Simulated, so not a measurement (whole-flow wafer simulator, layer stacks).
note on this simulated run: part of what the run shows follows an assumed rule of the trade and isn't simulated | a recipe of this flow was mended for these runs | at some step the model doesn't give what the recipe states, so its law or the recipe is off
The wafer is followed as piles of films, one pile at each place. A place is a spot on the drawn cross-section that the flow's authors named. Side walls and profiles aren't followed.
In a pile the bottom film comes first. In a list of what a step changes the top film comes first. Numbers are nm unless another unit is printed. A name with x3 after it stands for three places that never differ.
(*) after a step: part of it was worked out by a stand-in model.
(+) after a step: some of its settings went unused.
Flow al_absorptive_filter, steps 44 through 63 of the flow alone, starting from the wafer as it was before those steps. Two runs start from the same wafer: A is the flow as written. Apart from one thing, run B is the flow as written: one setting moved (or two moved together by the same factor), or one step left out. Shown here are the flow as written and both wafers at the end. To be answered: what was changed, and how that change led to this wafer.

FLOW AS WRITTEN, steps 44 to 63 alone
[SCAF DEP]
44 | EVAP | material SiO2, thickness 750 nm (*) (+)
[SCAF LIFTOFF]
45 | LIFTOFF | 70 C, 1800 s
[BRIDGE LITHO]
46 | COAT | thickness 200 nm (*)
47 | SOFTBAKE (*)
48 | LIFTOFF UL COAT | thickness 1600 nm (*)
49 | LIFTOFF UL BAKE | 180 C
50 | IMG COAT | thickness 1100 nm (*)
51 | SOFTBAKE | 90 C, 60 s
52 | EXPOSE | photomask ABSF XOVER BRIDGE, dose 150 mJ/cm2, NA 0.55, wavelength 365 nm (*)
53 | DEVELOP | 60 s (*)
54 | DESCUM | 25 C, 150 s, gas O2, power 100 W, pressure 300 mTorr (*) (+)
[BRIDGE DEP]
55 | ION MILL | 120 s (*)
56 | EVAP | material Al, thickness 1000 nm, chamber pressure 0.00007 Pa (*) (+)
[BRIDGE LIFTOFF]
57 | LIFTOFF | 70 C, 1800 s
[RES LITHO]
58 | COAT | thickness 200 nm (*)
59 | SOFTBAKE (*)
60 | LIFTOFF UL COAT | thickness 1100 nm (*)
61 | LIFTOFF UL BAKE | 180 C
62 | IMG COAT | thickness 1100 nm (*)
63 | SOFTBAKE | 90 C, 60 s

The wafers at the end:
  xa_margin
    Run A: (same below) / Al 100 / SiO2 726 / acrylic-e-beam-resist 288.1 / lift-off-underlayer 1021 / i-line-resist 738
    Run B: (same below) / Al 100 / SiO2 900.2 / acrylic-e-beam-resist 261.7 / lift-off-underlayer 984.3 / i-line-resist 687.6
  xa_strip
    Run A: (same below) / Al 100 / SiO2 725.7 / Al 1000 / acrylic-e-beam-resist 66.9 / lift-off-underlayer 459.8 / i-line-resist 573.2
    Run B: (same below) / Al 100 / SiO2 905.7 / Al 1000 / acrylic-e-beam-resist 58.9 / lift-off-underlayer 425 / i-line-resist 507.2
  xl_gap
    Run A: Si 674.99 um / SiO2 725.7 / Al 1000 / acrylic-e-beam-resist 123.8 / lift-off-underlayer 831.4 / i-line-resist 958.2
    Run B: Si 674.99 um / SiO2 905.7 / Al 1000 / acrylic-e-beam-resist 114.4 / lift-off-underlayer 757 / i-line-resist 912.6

Cause: step 44, EVAP: thickness 930 nm was run, while the flow as written has thickness 750 nm.

How this came from the change, step by step:
  44 | EVAP | material SiO2, thickness 750 nm (*) (+)
      gnd, pad_far, pad_near and 10 more: A SiO2 gains 750 (new film) | B SiO2 gains 930 (new film)
      xa_margin: A SiO2 gains 726 (new film) | B SiO2 gains 900.2 (new film)
  45 | LIFTOFF | 70 C, 1800 s
      gnd, xa_field, xl_land, idc_field: A SiO2 loses 750 (all of it), i-line-resist loses 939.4 (all of it), lift-off-underlayer loses 1100 (all of it), acrylic-e-beam-resist loses 200 (all of it) | B SiO2 loses 930 (all of it), i-line-resist loses 939.4 (all of it), lift-off-underlayer loses 1100 (all of it), acrylic-e-beam-resist loses 200 (all of it)
      pad_far: A SiO2 loses 750 (all of it), i-line-resist loses 937 (all of it), lift-off-underlayer loses 1092.7 (all of it), acrylic-e-beam-resist loses 198.5 (all of it) | B SiO2 loses 930 (all of it), i-line-resist loses 937 (all of it), lift-off-underlayer loses 1092.7 (all of it), acrylic-e-beam-resist loses 198.5 (all of it)
      (also at 5 further places)
  46 | COAT | thickness 200 nm (*)
      xa_margin: A acrylic-e-beam-resist gains 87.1 (new film) | B acrylic-e-beam-resist gains 81.9 (new film)
      xa_strip: A acrylic-e-beam-resist gains 156.7 (new film) | B acrylic-e-beam-resist gains 141.9 (new film)
      (also at 2 further places)
  48 | LIFTOFF UL COAT | thickness 1600 nm (*)
      xa_margin: A lift-off-underlayer gains 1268 (new film) | B lift-off-underlayer gains 1181.4 (new film)
      xa_strip: A lift-off-underlayer gains 1219 (new film) | B lift-off-underlayer gains 1148.9 (new film)
      (also at 2 further places)
  50 | IMG COAT | thickness 1100 nm (*)
      xa_margin: A i-line-resist gains 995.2 (new film) | B i-line-resist gains 962 (new film)
      xa_strip: A i-line-resist gains 962 (new film) | B i-line-resist gains 920.1 (new film)
      (also at 2 further places)
  51 | SOFTBAKE | 90 C, 60 s
      xa_strip: A i-line-resist loses 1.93 | B i-line-resist loses 2.46
      xl_turn: A i-line-resist loses 1.83 | B i-line-resist loses 2.36
  53 | DEVELOP | 60 s (*)
      xa_strip: A i-line-resist loses 960.1 (all of it), lift-off-underlayer loses 1219 (all of it) | B i-line-resist loses 917.6 (all of it), lift-off-underlayer loses 1148.9 (all of it)
      xl_gap: A i-line-resist loses 1001.2 (all of it), lift-off-underlayer loses 1316.9 (all of it) | B i-line-resist loses 968.3 (all of it), lift-off-underlayer loses 1228.9 (all of it)
      (also at 1 further place)
  54 | DESCUM | 25 C, 150 s, gas O2, power 100 W, pressure 300 mTorr (*) (+)
      xa_strip: A acrylic-e-beam-resist loses 156.7 (all of it) | B acrylic-e-beam-resist loses 141.9 (all of it)
      xl_gap: A acrylic-e-beam-resist loses 97.9 (all of it) | B acrylic-e-beam-resist loses 87.3 (all of it)
      (also at 1 further place)
  57 | LIFTOFF | 70 C, 1800 s
      xa_margin: A Al loses 1000 (all of it), i-line-resist loses 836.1 (all of it), lift-off-underlayer loses 1268 (all of it), acrylic-e-beam-resist loses 87.1 (all of it) | B Al loses 1000 (all of it), i-line-resist loses 800.2 (all of it), lift-off-underlayer loses 1181.4 (all of it), acrylic-e-beam-resist loses 81.9 (all of it)
  58 | COAT | thickness 200 nm (*)
      xa_margin: A acrylic-e-beam-resist gains 288.1 (new film) | B acrylic-e-beam-resist gains 261.7 (new film)
      xa_strip: A acrylic-e-beam-resist gains 66.9 (new film) | B acrylic-e-beam-resist gains 58.9 (new film)
      (also at 2 further places)
  60 | LIFTOFF UL COAT | thickness 1100 nm (*)
      xa_margin: A lift-off-underlayer gains 1021 (new film) | B lift-off-underlayer gains 984.3 (new film)
      xa_strip: A lift-off-underlayer gains 459.8 (new film) | B lift-off-underlayer gains 425 (new film)
      (also at 2 further places)
  62 | IMG COAT | thickness 1100 nm (*)
      xa_margin: A i-line-resist gains 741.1 (new film) | B i-line-resist gains 691 (new film)
      xa_strip: A i-line-resist gains 577.9 (new film) | B i-line-resist gains 511.5 (new film)
      (also at 2 further places)
  63 | SOFTBAKE | 90 C, 60 s
      xl_turn: A i-line-resist loses 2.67 | B i-line-resist loses 3.38
